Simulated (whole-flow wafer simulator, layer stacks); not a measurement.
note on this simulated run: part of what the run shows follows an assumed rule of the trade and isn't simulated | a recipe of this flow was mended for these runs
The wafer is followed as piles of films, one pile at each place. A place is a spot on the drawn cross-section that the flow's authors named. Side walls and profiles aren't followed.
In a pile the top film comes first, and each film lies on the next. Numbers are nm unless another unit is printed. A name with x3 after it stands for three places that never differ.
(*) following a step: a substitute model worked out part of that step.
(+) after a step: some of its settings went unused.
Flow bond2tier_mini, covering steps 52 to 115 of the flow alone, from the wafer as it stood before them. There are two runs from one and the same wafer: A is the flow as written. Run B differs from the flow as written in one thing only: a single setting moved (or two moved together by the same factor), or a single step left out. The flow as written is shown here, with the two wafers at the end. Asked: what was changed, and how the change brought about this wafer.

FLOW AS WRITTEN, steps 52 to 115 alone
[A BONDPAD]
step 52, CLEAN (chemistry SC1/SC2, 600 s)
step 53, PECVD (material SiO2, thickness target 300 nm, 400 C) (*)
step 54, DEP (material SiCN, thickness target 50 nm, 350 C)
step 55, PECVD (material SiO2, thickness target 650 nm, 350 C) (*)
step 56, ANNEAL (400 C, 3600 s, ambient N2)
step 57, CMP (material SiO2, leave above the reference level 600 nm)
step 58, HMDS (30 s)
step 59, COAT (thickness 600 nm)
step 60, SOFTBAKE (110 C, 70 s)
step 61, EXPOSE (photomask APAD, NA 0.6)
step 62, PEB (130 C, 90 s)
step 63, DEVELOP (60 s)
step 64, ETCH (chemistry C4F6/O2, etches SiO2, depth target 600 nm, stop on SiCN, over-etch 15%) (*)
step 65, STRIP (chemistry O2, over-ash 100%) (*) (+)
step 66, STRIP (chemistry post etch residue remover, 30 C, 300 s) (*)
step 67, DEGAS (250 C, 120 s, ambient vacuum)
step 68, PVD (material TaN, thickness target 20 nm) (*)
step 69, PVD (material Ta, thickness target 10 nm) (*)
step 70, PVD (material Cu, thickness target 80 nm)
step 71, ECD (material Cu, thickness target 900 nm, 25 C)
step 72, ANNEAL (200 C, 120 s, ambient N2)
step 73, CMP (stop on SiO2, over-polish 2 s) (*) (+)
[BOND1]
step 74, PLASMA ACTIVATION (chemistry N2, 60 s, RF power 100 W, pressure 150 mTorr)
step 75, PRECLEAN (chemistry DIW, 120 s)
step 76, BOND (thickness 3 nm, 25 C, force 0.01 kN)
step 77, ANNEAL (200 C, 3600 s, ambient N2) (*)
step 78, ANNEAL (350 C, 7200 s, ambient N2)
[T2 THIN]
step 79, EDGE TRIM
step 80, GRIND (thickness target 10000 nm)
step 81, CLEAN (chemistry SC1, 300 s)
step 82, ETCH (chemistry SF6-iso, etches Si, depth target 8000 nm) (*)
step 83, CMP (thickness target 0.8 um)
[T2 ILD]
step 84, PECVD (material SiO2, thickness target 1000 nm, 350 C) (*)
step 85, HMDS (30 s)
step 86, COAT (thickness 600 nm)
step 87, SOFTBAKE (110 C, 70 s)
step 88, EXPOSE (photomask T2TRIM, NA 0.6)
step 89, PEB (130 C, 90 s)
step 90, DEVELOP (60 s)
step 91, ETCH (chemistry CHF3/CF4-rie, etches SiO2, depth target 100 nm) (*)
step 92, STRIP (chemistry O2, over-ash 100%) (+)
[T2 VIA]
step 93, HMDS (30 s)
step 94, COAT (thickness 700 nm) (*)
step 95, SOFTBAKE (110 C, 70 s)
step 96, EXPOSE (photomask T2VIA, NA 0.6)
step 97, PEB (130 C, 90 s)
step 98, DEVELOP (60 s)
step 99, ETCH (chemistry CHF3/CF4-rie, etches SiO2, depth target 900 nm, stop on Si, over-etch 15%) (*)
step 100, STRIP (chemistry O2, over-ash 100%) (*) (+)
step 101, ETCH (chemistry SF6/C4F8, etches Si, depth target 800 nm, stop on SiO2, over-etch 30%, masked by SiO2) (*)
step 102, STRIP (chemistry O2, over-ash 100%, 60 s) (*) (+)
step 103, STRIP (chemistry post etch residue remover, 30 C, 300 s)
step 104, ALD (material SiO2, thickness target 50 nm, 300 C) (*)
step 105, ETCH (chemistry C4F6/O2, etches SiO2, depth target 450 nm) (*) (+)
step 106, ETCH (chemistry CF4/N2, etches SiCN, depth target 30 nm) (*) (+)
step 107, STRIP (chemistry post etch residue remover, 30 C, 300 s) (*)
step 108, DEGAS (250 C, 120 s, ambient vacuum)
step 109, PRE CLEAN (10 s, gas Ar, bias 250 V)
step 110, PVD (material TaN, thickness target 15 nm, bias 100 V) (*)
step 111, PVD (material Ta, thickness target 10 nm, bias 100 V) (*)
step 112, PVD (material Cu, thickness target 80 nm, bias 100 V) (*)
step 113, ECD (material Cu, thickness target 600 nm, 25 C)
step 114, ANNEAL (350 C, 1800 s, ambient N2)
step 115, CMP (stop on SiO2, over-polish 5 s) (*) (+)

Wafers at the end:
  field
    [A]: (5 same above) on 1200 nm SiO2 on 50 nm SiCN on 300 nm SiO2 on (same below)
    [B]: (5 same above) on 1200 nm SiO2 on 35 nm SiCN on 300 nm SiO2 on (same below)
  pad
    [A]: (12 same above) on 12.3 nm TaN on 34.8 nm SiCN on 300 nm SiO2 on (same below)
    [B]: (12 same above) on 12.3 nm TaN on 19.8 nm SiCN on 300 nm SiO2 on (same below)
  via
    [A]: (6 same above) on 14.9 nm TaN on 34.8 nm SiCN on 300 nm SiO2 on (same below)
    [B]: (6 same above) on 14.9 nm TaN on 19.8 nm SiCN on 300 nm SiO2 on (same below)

The reason: step 54, DEP: thickness target 35 nm was run, while the flow as written has thickness target 50 nm.
The wafer lets one read it off: field has SiCN 35, and step 54 as written asks for 50 nm.

The path from the change to this, step by step:
  step 54, DEP (material SiCN, thickness target 50 nm, 350 C)
      field, pad, via: A +50 SiCN (new film) | B +35 SiCN (new film)
